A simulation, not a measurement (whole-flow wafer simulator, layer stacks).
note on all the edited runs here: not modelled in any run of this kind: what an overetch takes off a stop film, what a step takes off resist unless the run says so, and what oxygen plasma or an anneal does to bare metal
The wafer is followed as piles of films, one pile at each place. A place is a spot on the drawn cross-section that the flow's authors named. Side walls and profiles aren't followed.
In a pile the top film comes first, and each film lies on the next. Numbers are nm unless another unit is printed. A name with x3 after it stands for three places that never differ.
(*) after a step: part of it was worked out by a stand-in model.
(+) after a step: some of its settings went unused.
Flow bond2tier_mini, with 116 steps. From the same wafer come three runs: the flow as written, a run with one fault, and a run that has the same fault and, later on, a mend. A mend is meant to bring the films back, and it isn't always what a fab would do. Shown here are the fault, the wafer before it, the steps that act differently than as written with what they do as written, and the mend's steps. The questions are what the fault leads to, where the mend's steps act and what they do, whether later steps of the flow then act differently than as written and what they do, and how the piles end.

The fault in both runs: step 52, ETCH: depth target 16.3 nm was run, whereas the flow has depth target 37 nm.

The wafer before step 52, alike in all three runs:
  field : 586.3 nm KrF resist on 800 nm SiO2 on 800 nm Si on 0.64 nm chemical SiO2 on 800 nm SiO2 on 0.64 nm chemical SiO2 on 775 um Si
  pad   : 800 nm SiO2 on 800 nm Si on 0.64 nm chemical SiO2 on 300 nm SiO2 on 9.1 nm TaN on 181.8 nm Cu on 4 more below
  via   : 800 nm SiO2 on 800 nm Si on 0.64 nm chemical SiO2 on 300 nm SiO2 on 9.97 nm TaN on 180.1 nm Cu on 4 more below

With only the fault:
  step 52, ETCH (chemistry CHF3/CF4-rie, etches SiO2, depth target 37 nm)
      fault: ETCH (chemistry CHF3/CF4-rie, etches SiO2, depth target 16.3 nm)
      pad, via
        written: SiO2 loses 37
        fault: SiO2 loses 16.3
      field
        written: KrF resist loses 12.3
        fault: KrF resist loses 5.43
  Later steps of the flow acting differently than as written (not shown: 5 more steps that differ only slightly, by at most 2% or 0.5 nm, whichever is larger):
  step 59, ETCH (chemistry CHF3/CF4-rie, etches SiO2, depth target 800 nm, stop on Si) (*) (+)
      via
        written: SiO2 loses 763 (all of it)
        fault: SiO2 loses 783.7 (all of it)
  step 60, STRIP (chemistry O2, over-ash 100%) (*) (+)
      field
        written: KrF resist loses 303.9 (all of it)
        fault: KrF resist loses 312.7 (all of it)
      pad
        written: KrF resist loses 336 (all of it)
        fault: KrF resist loses 326.8 (all of it)
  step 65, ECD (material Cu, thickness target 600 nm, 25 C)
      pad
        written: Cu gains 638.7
        fault: Cu gains 617
  By the end, the piles at pad depart from the flow's by more than 2% or 0.5 nm, whichever is larger.
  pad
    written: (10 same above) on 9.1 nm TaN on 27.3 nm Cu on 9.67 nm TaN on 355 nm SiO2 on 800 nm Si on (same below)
    fault: (10 same above) on 9.1 nm TaN on 6.44 nm Cu on 9.86 nm TaN on 375.7 nm SiO2 on 800 nm Si on (same below)

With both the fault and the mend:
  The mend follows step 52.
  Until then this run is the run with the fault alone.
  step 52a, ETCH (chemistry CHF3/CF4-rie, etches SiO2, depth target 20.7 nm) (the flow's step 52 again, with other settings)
      pad, via
        SiO2 loses 20.7
      field
        KrF resist loses 6.9
  None of the later steps of the flow acts differently than as written at any place that is followed.
  The piles end the same as the flow's at every place that both follow.
